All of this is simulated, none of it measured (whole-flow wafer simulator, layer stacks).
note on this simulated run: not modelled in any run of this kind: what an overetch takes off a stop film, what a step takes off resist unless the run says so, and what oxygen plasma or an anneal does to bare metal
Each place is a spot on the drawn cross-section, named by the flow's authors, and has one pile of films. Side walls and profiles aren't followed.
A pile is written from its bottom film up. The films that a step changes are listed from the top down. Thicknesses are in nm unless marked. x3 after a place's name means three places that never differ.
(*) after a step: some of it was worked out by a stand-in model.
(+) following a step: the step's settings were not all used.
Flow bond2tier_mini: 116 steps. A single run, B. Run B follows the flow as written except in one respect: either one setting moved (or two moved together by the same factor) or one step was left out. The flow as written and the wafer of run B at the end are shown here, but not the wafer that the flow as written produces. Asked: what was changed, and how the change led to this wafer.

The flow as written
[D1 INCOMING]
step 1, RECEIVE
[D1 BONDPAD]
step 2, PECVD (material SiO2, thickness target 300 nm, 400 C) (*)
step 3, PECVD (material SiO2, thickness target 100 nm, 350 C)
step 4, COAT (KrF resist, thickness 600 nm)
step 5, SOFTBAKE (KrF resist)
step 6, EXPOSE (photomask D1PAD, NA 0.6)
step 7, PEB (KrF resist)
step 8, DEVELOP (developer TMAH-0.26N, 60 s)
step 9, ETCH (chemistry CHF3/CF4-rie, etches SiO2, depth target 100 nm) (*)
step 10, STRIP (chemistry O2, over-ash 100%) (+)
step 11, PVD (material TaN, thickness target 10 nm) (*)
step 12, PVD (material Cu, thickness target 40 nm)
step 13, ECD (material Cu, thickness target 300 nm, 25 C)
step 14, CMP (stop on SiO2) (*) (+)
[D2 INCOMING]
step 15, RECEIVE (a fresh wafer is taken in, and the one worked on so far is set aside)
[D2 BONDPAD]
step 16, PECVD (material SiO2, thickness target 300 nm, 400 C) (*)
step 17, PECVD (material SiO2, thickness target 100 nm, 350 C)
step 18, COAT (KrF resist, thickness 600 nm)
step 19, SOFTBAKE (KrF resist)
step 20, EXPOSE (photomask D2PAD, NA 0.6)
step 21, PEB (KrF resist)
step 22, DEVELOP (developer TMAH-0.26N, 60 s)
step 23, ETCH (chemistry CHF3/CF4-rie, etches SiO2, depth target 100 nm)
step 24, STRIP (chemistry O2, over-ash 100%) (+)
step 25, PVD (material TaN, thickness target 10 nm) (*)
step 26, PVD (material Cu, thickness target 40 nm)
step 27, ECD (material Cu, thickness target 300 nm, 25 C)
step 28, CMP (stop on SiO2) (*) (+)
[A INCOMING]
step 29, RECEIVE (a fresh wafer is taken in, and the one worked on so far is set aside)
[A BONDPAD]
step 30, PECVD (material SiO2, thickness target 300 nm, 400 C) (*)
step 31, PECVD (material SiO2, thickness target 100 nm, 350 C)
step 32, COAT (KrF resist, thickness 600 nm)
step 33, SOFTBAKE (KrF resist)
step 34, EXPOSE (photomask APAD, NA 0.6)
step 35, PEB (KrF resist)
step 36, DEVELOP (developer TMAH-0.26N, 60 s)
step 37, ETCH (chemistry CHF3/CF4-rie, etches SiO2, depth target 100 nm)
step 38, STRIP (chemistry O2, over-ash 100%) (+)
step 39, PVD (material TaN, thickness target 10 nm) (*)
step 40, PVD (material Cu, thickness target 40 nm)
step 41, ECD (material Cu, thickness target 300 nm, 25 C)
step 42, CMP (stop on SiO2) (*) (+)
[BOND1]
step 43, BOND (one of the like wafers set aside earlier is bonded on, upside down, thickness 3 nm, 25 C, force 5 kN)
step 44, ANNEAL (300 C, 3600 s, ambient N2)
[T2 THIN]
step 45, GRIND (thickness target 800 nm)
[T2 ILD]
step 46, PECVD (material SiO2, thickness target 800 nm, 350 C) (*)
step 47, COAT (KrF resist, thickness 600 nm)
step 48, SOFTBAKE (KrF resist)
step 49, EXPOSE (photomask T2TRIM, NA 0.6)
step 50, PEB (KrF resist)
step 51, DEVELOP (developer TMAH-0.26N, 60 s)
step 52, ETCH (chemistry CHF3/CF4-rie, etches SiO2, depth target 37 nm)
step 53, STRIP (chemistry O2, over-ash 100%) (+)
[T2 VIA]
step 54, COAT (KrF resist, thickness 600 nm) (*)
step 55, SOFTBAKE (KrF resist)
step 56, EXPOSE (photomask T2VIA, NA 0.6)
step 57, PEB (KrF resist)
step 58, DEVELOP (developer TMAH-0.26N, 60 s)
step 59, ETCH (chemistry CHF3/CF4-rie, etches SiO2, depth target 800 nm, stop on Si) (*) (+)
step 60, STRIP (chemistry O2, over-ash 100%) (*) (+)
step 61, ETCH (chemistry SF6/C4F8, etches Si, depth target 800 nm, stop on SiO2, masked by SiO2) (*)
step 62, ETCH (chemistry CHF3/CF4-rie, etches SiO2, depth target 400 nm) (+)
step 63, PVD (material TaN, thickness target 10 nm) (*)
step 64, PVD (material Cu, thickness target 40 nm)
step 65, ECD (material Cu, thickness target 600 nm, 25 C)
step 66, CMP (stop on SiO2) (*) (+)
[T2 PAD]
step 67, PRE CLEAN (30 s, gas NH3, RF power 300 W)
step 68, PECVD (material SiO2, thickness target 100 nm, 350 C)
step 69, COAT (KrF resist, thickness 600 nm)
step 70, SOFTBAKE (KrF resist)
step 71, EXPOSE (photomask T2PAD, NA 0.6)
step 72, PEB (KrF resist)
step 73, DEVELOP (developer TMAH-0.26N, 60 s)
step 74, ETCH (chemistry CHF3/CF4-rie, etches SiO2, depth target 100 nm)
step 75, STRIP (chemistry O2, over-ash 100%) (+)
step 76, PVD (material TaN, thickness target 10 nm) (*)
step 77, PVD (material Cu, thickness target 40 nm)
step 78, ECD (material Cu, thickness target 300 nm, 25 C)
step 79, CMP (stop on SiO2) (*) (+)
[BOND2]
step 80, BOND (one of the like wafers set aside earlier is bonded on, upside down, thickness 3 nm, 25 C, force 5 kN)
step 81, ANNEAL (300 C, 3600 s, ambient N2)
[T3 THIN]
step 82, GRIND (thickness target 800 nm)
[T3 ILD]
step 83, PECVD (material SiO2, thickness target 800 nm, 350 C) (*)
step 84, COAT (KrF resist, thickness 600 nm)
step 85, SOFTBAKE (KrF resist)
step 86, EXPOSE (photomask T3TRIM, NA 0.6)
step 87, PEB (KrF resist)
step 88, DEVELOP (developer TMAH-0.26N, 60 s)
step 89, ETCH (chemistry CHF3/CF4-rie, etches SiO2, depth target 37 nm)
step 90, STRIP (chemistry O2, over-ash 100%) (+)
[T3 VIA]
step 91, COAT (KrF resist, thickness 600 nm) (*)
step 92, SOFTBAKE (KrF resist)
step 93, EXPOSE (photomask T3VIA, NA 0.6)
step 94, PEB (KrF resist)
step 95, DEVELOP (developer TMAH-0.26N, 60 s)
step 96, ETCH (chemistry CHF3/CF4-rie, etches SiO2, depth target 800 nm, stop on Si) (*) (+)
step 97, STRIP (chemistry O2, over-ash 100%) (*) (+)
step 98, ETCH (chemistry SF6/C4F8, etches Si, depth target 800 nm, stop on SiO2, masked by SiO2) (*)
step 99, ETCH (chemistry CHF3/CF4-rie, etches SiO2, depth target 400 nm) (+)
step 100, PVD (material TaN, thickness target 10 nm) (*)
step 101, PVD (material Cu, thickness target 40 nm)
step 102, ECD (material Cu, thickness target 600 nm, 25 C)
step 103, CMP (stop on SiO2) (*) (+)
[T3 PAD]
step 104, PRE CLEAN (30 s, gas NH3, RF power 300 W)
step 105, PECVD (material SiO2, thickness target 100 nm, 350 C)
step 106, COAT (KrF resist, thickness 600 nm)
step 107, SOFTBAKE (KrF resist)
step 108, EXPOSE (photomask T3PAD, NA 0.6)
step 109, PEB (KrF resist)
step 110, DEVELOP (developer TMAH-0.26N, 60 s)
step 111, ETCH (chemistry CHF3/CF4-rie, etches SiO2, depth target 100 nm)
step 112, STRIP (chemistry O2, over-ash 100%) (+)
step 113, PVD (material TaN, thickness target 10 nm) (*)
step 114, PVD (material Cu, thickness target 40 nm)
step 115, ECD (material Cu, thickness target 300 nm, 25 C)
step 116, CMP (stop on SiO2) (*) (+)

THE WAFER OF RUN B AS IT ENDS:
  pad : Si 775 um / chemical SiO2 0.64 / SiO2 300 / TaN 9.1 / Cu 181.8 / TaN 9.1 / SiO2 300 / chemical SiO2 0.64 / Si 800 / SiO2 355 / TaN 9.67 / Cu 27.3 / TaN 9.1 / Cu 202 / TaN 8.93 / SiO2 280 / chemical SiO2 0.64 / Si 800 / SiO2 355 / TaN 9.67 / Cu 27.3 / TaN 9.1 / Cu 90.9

What caused this: step 23, ETCH: depth target 120 nm was run, though the flow has depth target 100 nm.

The path from the change to this, step by step:
  step 23, ETCH (chemistry CHF3/CF4-rie, etches SiO2, depth target 100 nm)
      pad, via: -120 SiO2 (as written it would have been: -100 SiO2)
      field: -40 KrF resist (as written it would have been: -33.3 KrF resist)
  step 27, ECD (material Cu, thickness target 300 nm, 25 C)
      pad: +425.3 Cu (as written it would have been: +404.5 Cu)
      via: +420.3 Cu (as written it would have been: +400.2 Cu)
  step 80, BOND (one of the like wafers set aside earlier is bonded on, upside down, thickness 3 nm, 25 C, force 5 kN)
      pad: +775 um Si (new film), +0.64 chemical SiO2 (new film), +280 SiO2 (new film), +8.93 TaN (new film), +111.1 Cu (as written it would have been: +775 um Si (new film), +0.64 chemical SiO2 (new film), +300 SiO2 (new film), +9.1 TaN (new film), +90.9 Cu)
